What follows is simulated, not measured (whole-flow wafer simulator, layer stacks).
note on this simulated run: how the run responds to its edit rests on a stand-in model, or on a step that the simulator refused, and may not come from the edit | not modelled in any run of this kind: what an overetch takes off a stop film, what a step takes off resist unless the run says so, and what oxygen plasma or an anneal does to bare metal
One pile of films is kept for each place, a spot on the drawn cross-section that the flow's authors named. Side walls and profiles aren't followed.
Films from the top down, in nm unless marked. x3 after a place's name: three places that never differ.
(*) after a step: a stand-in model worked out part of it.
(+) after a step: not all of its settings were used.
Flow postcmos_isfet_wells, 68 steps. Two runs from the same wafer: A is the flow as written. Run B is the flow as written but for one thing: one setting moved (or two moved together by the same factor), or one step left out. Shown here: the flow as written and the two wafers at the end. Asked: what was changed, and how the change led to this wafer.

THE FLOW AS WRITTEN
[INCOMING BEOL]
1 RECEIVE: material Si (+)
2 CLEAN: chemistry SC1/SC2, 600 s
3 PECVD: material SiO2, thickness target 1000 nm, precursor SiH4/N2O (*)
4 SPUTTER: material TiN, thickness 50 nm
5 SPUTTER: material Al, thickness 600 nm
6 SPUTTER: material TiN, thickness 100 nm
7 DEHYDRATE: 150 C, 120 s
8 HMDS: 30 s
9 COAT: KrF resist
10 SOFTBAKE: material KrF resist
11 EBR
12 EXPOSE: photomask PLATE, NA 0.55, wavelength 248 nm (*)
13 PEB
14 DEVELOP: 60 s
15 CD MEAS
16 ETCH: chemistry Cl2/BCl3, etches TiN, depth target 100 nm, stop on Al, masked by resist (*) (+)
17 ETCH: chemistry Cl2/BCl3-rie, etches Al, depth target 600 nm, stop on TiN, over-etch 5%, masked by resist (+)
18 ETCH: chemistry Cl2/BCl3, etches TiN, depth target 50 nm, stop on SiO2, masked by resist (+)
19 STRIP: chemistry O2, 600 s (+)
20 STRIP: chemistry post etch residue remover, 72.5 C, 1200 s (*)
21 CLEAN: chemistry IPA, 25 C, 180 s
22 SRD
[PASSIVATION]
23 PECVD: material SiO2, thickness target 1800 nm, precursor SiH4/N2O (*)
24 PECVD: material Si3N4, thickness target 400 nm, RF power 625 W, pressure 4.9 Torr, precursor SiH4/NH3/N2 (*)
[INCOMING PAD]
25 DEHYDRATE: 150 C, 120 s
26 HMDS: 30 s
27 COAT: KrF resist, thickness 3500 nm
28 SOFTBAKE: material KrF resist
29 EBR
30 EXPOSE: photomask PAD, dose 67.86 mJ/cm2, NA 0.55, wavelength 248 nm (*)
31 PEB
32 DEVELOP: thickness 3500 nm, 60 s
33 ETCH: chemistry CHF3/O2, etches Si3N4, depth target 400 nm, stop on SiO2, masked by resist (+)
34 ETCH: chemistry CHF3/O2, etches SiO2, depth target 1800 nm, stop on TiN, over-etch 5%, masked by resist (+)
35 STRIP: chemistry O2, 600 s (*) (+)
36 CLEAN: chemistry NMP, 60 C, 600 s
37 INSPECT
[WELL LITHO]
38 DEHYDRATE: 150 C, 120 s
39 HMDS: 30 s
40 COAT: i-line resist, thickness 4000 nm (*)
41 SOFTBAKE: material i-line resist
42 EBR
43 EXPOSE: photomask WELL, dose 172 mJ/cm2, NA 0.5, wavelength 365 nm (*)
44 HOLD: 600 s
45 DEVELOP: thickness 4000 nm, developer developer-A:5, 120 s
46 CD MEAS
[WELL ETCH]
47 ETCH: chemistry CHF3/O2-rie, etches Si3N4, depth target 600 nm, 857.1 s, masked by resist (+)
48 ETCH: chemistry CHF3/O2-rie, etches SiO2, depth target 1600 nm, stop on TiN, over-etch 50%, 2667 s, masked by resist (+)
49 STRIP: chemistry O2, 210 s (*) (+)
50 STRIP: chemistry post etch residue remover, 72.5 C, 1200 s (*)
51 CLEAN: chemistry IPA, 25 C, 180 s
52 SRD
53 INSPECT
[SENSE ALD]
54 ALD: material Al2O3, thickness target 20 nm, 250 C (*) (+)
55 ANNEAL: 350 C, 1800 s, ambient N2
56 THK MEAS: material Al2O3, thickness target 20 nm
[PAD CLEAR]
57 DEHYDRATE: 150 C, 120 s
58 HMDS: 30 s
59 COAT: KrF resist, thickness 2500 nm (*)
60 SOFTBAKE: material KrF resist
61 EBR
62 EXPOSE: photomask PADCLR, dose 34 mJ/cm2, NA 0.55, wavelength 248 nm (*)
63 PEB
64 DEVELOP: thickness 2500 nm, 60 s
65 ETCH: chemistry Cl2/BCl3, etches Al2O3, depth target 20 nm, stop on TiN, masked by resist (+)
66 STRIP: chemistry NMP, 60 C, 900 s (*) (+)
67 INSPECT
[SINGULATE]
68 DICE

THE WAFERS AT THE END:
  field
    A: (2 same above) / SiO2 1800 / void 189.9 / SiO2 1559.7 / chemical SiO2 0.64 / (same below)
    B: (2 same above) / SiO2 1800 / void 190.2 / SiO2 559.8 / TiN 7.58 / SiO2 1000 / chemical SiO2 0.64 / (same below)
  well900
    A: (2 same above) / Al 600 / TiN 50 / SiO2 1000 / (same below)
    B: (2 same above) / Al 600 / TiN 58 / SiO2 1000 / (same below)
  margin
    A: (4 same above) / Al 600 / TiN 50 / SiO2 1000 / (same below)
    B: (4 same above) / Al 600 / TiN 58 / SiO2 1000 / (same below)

The cause: step 4, SPUTTER: thickness 58 nm was run, where the flow has thickness 50 nm.
It can be read off the wafer: well900 has TiN 58, and step 4 as written asks for 50 nm.

How the change led to this, step by step:
  4 SPUTTER: material TiN, thickness 50 nm
      field, margin, well900, well1300 x3, pad_rim, pad_clr, pad_open: A TiN +50 (new film) | B TiN +58 (new film)
  18 ETCH: chemistry Cl2/BCl3, etches TiN, depth target 50 nm, stop on SiO2, masked by resist (+)
      field: A TiN -50 (all of it) | B TiN -50
  23 PECVD: material SiO2, thickness target 1800 nm, precursor SiH4/N2O (*)
      field: A SiO2 +1800 (new film), void +189.9 (new film), SiO2 +559.7 | B SiO2 +1800 (new film), void +190.2 (new film), SiO2 +559.8 (new film)
Counting metal films that touch as one body, field has 1 body; the flow as written gives 0 bodies.
